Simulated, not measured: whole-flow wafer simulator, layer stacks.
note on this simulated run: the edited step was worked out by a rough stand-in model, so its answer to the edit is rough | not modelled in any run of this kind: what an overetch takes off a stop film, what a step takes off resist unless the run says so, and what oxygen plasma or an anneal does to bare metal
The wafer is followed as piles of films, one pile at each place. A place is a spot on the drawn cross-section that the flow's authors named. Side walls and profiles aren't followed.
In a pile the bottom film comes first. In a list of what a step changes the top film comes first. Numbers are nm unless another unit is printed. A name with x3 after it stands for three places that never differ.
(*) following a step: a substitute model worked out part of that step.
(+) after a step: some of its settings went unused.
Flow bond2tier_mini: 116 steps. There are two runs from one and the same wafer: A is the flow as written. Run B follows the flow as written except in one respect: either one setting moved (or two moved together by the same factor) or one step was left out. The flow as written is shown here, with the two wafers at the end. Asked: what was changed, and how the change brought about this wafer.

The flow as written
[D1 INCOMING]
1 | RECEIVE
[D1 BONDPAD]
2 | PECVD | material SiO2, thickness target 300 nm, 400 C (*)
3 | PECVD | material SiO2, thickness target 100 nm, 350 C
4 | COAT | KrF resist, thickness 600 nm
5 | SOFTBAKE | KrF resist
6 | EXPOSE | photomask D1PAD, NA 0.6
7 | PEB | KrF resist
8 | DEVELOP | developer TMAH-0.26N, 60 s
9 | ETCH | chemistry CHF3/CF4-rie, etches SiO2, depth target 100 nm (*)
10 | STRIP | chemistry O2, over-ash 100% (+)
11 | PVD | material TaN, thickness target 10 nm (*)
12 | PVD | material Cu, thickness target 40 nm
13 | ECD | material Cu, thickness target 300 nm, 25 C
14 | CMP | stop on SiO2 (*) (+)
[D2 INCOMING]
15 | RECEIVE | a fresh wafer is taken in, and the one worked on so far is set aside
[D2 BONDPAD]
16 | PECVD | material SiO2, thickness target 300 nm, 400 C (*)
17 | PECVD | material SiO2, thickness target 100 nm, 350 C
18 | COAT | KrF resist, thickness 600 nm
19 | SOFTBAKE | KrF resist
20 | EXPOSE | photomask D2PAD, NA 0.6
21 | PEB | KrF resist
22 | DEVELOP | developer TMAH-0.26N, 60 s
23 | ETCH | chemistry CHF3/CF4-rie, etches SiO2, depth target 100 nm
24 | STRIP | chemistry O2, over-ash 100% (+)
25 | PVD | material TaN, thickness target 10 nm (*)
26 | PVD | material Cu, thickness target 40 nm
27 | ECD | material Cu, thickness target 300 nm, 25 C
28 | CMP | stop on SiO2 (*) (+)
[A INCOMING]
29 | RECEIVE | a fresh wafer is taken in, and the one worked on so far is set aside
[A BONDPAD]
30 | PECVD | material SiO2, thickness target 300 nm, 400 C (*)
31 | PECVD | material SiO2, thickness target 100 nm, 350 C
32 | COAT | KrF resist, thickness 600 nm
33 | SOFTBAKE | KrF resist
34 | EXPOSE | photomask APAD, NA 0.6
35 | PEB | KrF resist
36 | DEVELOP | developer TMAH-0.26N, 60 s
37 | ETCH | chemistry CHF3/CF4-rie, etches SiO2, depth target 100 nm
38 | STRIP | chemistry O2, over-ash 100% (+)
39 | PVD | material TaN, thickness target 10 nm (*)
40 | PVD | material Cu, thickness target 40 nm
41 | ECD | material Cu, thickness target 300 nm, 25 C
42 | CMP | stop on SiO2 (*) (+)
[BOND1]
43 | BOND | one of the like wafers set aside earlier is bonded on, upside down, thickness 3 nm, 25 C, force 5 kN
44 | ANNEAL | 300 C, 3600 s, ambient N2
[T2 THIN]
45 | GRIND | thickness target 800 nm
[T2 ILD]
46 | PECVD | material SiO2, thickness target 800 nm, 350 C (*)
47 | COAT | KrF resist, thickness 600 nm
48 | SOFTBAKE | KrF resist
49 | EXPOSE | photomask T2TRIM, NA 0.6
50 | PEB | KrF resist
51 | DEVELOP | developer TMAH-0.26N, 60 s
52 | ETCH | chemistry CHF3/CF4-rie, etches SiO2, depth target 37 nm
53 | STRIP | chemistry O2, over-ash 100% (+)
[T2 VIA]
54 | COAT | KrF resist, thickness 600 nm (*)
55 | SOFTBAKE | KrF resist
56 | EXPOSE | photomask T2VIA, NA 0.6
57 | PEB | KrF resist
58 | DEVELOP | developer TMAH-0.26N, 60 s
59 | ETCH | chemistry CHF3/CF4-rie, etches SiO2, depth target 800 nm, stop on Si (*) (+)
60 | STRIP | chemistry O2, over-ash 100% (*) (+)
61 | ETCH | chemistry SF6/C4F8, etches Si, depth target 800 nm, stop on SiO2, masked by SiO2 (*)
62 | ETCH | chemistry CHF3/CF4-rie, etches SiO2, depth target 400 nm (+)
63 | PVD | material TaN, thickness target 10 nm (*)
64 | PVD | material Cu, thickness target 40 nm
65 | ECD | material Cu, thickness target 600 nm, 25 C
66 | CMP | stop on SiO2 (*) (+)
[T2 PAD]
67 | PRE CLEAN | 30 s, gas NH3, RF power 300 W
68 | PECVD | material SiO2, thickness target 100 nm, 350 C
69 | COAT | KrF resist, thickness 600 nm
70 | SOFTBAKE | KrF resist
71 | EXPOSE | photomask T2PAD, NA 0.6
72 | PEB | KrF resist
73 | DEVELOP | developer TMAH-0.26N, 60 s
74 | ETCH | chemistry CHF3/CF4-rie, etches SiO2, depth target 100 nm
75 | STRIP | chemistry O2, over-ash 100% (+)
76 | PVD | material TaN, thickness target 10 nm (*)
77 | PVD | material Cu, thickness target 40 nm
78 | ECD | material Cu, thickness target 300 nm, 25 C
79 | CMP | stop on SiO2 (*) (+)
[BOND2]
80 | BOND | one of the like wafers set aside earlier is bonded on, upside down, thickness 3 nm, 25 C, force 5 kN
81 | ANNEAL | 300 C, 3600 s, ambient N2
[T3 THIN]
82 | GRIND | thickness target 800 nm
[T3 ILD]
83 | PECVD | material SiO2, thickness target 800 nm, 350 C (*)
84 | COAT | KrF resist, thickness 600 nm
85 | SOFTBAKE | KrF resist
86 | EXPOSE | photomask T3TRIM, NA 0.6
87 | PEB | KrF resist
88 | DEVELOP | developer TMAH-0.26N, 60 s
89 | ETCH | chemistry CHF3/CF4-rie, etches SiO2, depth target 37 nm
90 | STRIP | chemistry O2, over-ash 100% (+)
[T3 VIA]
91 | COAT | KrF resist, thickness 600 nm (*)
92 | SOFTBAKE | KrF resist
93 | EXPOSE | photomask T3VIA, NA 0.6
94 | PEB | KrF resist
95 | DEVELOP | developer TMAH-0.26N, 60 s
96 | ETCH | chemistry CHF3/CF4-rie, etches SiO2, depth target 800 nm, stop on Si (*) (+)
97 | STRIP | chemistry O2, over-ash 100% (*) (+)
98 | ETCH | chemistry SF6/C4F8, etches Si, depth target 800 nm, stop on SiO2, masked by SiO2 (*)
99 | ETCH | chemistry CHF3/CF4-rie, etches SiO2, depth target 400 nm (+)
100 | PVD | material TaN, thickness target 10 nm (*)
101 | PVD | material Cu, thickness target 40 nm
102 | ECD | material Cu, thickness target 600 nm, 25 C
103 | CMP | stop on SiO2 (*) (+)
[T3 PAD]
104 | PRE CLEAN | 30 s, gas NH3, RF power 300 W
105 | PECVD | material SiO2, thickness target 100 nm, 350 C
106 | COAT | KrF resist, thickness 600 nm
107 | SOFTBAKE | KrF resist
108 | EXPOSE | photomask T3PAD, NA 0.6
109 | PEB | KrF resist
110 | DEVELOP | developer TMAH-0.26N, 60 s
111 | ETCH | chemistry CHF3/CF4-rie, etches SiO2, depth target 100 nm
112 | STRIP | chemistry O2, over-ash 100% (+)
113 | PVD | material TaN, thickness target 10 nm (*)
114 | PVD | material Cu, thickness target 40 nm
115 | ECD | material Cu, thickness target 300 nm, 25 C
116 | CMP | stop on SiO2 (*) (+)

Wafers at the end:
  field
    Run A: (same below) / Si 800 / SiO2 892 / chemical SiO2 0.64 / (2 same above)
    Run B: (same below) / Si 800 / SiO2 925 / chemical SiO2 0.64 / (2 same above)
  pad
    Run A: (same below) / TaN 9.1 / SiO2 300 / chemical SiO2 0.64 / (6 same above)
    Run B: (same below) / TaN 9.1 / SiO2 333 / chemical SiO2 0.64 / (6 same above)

The reason: step 16, PECVD: thickness target 333 nm was run, though the flow has thickness target 300 nm.
One can read it off the wafer: pad has SiO2 333, and step 16 as written asks for 300 nm.

How this came from the change, step by step:
  16 | PECVD | material SiO2, thickness target 300 nm, 400 C (*)
      field, pad, via: A SiO2 gains 300 (new film) | B SiO2 gains 333 (new film)
  80 | BOND | one of the like wafers set aside earlier is bonded on, upside down, thickness 3 nm, 25 C, force 5 kN
      field: A Si gains 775 um (new film), chemical SiO2 gains 0.64 (new film), SiO2 gains 400 | B Si gains 775 um (new film), chemical SiO2 gains 0.64 (new film), SiO2 gains 433
      pad: A Si gains 775 um (new film), chemical SiO2 gains 0.64 (new film), SiO2 gains 300 (new film), TaN gains 9.1 (new film), Cu gains 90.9 | B Si gains 775 um (new film), chemical SiO2 gains 0.64 (new film), SiO2 gains 333 (new film), TaN gains 9.1 (new film), Cu gains 90.9
